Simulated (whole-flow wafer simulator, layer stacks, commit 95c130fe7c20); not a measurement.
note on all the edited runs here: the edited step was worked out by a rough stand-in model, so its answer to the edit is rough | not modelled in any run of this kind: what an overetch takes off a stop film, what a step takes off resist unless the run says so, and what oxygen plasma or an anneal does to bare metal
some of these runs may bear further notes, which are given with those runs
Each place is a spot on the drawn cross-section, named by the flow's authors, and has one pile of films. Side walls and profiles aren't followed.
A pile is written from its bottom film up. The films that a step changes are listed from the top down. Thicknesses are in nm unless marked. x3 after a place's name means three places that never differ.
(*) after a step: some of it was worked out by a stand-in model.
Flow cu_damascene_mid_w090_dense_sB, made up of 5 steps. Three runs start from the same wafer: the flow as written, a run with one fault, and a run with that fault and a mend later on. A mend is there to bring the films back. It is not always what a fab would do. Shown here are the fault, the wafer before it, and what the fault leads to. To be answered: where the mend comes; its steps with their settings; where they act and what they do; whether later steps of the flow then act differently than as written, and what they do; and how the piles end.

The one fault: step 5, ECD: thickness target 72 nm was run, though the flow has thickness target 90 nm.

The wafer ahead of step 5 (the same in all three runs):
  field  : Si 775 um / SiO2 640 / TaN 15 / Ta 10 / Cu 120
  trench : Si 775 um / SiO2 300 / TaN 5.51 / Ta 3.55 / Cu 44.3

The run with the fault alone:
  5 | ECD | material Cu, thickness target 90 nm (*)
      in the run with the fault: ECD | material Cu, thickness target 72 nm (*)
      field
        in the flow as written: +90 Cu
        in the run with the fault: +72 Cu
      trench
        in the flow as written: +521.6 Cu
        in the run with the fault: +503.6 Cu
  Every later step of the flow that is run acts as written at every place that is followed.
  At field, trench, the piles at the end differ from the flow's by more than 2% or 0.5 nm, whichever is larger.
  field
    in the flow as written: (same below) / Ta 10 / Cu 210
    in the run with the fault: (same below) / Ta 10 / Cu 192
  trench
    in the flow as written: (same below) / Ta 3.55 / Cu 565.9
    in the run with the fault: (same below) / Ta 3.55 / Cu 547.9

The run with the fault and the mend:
  The mend stands after step 5.
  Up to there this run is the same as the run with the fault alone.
  5a | ECD | material Cu, thickness target 18 nm (a further turn of the flow's step 5, with different settings)
      field, trench
        +18 Cu
  Every later step of the flow that is run acts as written at every place that is followed.
  At every place that both follow, the piles at the end match the flow's.
